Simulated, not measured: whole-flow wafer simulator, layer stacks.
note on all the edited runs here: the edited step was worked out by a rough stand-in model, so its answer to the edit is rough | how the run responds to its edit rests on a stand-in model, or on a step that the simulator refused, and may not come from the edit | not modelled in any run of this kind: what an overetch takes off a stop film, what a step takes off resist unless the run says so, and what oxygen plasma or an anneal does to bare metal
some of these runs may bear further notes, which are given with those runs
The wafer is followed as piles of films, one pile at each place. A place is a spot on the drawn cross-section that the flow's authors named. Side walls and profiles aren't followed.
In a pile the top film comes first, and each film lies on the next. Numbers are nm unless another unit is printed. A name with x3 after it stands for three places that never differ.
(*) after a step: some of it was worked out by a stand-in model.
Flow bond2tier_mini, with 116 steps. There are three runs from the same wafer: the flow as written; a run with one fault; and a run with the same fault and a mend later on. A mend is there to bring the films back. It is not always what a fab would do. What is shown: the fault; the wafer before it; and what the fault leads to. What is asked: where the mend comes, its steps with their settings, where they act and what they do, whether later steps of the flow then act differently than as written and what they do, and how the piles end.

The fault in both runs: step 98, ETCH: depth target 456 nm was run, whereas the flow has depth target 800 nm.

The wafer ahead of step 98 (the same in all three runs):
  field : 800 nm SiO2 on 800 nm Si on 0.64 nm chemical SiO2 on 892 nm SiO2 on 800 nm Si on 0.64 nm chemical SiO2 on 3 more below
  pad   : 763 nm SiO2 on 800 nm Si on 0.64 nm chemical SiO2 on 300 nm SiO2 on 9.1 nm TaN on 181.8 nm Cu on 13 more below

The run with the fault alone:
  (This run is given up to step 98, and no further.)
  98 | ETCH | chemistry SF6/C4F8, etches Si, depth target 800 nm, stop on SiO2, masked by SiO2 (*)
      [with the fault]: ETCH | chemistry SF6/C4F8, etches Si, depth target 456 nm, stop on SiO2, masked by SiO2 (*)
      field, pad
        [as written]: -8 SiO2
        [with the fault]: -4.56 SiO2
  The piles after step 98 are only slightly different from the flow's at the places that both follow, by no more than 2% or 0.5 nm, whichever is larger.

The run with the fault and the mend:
  The mend follows step 98.
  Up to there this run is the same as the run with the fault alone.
  98a | ETCH | chemistry SF6/C4F8, etches Si, depth target 344 nm, stop on SiO2, masked by SiO2 (*) (a further turn of the flow's step 98, with different settings)
      field, pad
        -3.44 SiO2
  Every later step of the flow that is run acts as written at every place that is followed.
  At every place that both follow, the piles at the end match the flow's.
